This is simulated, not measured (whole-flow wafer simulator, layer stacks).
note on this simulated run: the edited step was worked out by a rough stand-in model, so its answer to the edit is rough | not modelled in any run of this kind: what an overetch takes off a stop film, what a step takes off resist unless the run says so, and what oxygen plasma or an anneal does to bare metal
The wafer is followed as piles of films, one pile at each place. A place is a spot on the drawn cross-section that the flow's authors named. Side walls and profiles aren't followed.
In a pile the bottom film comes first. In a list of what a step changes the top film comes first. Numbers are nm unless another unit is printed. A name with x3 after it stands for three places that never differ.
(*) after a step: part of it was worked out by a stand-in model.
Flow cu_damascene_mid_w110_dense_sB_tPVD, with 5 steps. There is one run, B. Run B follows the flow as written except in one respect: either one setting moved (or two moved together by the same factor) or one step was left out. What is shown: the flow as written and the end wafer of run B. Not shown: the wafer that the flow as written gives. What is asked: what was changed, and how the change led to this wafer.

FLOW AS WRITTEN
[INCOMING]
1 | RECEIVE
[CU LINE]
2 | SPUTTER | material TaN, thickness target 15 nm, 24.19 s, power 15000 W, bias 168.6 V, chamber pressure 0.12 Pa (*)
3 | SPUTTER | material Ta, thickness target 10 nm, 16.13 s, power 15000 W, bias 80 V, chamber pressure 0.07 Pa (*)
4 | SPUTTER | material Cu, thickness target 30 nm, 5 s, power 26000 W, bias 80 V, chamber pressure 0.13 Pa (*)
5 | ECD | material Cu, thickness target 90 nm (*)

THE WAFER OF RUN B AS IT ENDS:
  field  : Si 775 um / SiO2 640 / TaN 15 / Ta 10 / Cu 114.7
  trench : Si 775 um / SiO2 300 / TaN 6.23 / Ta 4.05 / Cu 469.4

What caused this: step 4, SPUTTER: 4.06 s was run, while the flow as written has 5 s; step 4, SPUTTER: chamber pressure 0.106 Pa was run, where the flow has chamber pressure 0.13 Pa.

Step by step, how the change led to this:
  4 | SPUTTER | material Cu, thickness target 30 nm, 5 s, power 26000 W, bias 80 V, chamber pressure 0.13 Pa (*)
      field: +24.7 Cu (new film) (in the flow as written it would be: +30 Cu (new film))
      trench: +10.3 Cu (new film) (in the flow as written it would be: +12.5 Cu (new film))
